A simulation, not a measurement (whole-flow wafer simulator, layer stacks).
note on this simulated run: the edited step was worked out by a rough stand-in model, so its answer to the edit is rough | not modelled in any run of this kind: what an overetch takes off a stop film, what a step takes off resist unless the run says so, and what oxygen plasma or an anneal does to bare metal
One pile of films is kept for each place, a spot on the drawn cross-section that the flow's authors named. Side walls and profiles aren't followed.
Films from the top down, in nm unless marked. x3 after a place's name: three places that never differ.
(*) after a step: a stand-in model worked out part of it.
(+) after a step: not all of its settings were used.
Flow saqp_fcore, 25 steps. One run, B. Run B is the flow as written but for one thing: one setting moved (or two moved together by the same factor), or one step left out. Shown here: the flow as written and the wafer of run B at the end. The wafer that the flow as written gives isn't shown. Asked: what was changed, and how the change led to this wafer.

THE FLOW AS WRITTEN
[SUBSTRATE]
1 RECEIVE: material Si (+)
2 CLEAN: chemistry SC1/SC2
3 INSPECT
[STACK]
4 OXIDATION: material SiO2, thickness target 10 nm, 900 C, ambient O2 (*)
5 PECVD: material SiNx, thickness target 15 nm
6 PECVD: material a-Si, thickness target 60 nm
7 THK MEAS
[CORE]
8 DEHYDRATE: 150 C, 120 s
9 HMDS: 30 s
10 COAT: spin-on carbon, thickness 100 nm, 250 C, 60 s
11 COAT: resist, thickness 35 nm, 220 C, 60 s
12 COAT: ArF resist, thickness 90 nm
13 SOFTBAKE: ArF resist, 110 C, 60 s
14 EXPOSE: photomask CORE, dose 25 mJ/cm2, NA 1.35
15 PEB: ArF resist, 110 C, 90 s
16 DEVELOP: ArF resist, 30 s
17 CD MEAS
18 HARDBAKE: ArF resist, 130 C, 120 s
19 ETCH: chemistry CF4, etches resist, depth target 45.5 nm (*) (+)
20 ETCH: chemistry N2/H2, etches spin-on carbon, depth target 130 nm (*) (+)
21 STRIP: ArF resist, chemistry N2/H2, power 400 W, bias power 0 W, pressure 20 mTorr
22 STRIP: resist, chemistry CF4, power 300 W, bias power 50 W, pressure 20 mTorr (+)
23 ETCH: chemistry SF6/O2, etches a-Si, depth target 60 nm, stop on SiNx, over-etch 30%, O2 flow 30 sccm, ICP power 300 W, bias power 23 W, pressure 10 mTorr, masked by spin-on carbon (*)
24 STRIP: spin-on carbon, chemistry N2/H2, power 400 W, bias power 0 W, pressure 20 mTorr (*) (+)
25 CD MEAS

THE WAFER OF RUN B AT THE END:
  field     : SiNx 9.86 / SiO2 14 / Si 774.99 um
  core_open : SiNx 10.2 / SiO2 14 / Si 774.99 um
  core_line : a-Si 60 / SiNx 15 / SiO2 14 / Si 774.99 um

The cause: step 4, OXIDATION: thickness target 14 nm was run, where the flow has thickness target 10 nm.
It can be read off the wafer: field has SiO2 14, and step 4 as written asks for 10 nm.

How the change led to this, step by step:
  4 OXIDATION: material SiO2, thickness target 10 nm, 900 C, ambient O2 (*)
      field, core_open, core_line: SiO2 +14 (new film), chemical SiO2 -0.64 (all of it), Si -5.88 (as written it would be: SiO2 +10 (new film), chemical SiO2 -0.64 (all of it), Si -4.12)
